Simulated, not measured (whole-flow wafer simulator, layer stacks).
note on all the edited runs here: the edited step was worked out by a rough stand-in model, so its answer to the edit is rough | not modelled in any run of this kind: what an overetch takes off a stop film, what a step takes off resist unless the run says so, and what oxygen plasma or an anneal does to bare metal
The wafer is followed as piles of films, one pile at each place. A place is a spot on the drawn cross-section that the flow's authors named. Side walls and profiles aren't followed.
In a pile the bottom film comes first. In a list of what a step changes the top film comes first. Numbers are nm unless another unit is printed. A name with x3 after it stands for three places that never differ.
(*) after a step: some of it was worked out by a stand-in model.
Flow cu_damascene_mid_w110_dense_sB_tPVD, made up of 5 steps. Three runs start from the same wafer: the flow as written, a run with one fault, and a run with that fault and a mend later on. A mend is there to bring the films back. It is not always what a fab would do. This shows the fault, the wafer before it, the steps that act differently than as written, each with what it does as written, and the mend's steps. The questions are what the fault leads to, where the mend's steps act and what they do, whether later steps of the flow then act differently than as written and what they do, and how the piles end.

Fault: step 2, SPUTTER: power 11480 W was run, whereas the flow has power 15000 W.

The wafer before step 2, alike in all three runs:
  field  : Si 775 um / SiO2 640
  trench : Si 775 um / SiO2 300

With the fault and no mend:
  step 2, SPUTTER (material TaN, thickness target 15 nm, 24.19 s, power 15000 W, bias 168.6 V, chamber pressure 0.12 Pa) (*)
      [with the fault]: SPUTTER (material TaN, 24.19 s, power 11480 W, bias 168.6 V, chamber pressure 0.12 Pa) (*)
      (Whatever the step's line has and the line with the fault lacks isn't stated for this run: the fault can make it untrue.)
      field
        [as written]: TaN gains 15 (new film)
        [with the fault]: TaN gains 11.5 (new film)
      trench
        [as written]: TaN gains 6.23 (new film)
        [with the fault]: TaN gains 4.76 (new film)
  None of the later steps of the flow differs from how it acts as written, at any place that is followed, by more than 2% or 0.5 nm, whichever is larger.
  The piles end different from the flow's at field, trench by more than 2% or 0.5 nm, whichever is larger.
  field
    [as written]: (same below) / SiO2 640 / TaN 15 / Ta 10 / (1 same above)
    [with the fault]: (same below) / SiO2 640 / TaN 11.5 / Ta 10 / (1 same above)
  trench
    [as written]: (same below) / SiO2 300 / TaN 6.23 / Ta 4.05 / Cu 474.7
    [with the fault]: (same below) / SiO2 300 / TaN 4.76 / Ta 4.09 / Cu 472.6

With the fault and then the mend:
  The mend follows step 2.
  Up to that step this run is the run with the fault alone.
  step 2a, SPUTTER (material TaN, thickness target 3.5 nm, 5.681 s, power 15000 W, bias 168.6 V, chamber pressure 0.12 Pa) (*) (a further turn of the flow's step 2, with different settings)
      field
        TaN gains 3.5
      trench
        TaN gains 1.4
  None of the later steps of the flow differs from how it acts as written, at any place that is followed, by more than 2% or 0.5 nm, whichever is larger.
  The piles end only slightly different from the flow's at the places that both follow, by no more than 2% or 0.5 nm, whichever is larger.
